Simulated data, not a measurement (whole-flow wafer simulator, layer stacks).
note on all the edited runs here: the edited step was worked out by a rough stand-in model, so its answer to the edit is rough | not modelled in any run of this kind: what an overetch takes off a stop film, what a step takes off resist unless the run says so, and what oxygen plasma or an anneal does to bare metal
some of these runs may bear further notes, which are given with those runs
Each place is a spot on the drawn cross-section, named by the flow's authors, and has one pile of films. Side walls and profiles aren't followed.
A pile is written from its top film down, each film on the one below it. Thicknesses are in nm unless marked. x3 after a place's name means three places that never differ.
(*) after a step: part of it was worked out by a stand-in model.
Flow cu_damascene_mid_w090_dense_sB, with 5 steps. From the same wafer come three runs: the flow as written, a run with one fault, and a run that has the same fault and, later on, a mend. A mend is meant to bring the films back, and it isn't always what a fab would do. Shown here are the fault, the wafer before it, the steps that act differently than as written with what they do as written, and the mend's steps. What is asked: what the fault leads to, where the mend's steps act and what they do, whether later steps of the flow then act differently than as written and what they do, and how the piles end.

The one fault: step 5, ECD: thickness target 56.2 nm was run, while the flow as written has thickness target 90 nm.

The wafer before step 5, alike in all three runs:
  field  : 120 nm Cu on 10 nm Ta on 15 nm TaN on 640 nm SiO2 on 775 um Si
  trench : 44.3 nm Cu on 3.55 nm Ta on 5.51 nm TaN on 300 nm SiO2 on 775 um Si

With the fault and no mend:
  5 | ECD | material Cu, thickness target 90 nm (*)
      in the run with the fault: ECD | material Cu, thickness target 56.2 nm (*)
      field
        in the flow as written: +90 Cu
        in the run with the fault: +56.2 Cu
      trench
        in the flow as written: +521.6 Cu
        in the run with the fault: +487.8 Cu
  Every later step of the flow that is run acts as written at every place that is followed.
  By the end, the piles at field, trench depart from the flow's by more than 2% or 0.5 nm, whichever is larger.
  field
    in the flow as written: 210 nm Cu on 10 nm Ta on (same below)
    in the run with the fault: 176.2 nm Cu on 10 nm Ta on (same below)
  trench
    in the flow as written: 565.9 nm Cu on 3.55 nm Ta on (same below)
    in the run with the fault: 532.1 nm Cu on 3.55 nm Ta on (same below)

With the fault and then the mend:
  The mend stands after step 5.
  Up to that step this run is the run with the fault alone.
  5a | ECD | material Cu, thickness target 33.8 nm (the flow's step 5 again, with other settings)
      field, trench
        +33.8 Cu
  Every later step of the flow that is run acts as written at every place that is followed.
  At every place that both follow, the piles at the end match the flow's.
